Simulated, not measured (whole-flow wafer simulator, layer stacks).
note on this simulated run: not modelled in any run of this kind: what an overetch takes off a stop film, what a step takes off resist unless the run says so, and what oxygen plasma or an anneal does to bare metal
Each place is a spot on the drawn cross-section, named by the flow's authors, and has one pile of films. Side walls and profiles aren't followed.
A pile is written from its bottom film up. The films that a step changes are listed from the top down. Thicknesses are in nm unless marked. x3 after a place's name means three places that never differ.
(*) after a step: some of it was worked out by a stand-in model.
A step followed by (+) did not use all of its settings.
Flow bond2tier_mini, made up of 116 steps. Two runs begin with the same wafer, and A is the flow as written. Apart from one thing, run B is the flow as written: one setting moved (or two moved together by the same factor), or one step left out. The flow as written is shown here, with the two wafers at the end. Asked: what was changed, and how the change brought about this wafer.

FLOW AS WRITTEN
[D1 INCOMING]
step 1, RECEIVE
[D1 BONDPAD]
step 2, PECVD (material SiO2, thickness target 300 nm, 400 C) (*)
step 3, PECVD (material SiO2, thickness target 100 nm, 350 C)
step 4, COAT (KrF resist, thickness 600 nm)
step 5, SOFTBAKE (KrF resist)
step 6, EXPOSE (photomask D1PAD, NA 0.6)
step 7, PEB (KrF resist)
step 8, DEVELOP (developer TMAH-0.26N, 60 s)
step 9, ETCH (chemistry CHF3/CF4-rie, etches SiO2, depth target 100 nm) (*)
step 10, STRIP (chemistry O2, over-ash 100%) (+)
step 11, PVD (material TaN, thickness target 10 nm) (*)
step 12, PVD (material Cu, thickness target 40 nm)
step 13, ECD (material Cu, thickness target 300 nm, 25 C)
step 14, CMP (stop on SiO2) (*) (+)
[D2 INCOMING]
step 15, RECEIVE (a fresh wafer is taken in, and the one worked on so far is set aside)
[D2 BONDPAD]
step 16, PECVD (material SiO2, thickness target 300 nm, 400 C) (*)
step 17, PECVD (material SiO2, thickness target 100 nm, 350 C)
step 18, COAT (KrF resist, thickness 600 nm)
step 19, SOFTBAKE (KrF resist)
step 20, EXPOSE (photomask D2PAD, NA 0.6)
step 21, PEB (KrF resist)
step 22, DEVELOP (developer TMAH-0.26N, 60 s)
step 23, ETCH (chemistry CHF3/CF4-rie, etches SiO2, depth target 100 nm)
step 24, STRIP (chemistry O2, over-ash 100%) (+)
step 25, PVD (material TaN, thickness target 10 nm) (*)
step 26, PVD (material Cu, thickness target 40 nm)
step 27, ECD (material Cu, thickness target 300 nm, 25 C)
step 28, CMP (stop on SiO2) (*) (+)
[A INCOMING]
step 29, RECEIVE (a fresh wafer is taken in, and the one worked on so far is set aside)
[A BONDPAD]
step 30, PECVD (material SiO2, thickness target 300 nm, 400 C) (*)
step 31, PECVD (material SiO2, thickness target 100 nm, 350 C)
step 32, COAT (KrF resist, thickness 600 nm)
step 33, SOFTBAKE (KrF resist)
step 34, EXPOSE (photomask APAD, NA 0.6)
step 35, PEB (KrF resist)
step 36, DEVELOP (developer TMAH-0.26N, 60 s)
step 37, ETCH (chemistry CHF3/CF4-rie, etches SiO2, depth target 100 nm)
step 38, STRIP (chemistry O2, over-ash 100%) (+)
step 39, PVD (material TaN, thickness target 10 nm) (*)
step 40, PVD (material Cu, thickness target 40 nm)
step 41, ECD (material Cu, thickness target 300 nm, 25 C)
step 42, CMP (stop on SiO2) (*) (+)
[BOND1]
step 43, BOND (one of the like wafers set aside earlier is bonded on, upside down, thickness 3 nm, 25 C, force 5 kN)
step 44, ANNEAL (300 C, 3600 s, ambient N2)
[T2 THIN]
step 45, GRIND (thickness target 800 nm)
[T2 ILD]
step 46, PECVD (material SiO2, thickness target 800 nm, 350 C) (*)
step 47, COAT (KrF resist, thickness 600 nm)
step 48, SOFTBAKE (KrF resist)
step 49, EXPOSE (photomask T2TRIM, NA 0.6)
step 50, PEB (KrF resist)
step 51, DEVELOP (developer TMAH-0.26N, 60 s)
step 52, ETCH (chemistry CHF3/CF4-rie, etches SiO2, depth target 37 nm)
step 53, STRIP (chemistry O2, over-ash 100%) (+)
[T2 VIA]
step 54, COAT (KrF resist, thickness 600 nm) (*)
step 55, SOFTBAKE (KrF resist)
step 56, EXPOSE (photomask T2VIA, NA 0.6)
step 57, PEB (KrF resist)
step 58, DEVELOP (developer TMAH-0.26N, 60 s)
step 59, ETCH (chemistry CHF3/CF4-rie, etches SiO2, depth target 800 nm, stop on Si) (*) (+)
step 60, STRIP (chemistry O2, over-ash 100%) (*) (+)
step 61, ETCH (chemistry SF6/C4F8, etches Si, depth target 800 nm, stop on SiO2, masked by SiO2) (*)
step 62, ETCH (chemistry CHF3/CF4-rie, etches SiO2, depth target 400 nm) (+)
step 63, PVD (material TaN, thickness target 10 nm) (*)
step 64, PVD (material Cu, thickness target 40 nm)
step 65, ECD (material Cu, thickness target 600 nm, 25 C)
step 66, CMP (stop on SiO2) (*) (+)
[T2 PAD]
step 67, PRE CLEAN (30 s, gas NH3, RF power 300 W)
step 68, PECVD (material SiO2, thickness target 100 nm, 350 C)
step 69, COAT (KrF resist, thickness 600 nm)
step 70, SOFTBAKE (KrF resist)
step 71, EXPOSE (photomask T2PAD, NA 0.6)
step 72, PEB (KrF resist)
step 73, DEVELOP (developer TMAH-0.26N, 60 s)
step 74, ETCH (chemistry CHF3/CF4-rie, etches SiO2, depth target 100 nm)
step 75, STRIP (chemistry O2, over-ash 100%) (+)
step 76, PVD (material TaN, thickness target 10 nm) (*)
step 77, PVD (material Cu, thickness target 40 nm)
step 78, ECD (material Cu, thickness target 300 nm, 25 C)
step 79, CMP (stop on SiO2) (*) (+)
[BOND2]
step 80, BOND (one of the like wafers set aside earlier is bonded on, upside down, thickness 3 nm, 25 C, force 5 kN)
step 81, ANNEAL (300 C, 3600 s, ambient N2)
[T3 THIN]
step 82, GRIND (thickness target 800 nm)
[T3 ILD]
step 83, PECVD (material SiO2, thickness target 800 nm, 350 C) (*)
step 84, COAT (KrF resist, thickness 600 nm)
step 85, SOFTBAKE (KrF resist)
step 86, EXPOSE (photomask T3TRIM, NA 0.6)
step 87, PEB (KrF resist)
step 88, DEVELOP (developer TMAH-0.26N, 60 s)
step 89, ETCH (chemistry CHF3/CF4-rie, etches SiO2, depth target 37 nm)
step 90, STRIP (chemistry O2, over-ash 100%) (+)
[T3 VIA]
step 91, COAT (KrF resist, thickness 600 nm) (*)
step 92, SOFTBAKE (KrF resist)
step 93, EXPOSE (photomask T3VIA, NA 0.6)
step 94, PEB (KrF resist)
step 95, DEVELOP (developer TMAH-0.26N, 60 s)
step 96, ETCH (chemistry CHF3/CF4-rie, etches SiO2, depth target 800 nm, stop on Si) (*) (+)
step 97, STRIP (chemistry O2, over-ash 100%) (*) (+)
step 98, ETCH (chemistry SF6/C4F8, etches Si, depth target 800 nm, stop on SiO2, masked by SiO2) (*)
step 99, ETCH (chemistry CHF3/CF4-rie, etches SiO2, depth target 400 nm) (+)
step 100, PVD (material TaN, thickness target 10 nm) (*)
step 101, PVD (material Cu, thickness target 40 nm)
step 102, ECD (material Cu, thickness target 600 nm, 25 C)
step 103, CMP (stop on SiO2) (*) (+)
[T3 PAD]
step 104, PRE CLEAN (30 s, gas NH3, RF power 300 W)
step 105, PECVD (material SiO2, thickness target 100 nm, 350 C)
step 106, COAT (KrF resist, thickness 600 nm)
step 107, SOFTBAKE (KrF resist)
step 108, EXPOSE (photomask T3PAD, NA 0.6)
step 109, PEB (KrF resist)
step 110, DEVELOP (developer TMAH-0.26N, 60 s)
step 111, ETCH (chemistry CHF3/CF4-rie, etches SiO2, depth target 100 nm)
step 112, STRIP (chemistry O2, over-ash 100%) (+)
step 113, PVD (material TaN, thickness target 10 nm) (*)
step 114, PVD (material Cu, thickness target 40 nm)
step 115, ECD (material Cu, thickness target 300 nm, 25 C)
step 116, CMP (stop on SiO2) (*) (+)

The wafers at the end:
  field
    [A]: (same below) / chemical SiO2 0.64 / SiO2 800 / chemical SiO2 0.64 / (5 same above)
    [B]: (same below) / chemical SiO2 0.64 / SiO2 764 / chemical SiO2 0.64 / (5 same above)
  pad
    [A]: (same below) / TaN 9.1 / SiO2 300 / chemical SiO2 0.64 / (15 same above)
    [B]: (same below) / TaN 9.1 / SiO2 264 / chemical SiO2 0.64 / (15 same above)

What caused this: step 3, PECVD: thickness target 64 nm was run, though the flow has thickness target 100 nm.

Step by step, how the change led to this:
  step 3, PECVD (material SiO2, thickness target 100 nm, 350 C)
      field, pad, via: A SiO2 gains 100 | B SiO2 gains 64
  step 43, BOND (one of the like wafers set aside earlier is bonded on, upside down, thickness 3 nm, 25 C, force 5 kN)
      field: A Si gains 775 um (new film), chemical SiO2 gains 0.64 (new film), SiO2 gains 400 | B Si gains 775 um (new film), chemical SiO2 gains 0.64 (new film), SiO2 gains 364
      pad: A Si gains 775 um (new film), chemical SiO2 gains 0.64 (new film), SiO2 gains 300 (new film), TaN gains 9.1 (new film), Cu gains 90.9 | B Si gains 775 um (new film), chemical SiO2 gains 0.64 (new film), SiO2 gains 264 (new film), TaN gains 9.1 (new film), Cu gains 90.9
      (and at 1 other place as well)
